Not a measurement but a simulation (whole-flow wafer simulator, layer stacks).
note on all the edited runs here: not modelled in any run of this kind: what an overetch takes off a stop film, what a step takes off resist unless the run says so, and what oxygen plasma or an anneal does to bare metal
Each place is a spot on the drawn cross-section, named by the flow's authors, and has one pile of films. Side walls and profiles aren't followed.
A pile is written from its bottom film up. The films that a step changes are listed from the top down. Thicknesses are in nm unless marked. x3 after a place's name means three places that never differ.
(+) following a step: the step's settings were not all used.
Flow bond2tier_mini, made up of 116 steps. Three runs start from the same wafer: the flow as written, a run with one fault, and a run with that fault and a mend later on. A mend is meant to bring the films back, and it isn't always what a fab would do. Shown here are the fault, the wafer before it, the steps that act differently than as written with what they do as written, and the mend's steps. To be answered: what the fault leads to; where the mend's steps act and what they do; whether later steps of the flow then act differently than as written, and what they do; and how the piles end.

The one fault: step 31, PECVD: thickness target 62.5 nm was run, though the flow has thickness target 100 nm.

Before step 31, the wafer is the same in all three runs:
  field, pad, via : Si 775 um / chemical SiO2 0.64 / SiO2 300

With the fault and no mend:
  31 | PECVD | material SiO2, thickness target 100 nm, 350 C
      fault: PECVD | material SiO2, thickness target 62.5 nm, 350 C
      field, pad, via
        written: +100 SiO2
        fault: +62.5 SiO2
  Later steps of the flow that are run all act as written at every place that is followed.
  By the end, the piles at field, pad depart from the flow's by more than 2% or 0.5 nm, whichever is larger.
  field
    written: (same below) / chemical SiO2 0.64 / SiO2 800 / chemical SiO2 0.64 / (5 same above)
    fault: (same below) / chemical SiO2 0.64 / SiO2 762.5 / chemical SiO2 0.64 / (5 same above)
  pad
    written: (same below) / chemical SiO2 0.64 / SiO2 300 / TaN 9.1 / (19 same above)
    fault: (same below) / chemical SiO2 0.64 / SiO2 262.5 / TaN 9.1 / (19 same above)

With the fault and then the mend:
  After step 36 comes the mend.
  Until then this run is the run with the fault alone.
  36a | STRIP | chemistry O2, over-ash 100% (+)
      field
        -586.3 KrF resist (all of it)
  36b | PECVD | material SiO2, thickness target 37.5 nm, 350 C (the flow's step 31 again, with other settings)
      field, pad, via
        +37.5 SiO2
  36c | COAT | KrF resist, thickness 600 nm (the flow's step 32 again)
      field, pad, via
        +600 KrF resist (new film)
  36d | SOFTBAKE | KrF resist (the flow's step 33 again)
      does not change any film at any place that is followed
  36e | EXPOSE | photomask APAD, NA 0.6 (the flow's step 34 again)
      does not change any film at any place that is followed
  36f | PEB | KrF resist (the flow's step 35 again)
      does not change any film at any place that is followed
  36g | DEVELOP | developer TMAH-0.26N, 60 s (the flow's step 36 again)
      pad, via
        -600 KrF resist (all of it)
      field
        -13.7 KrF resist
  Later steps of the flow that are run all act as written at every place that is followed.
  By the end, the piles equal the flow's at every place that both follow.
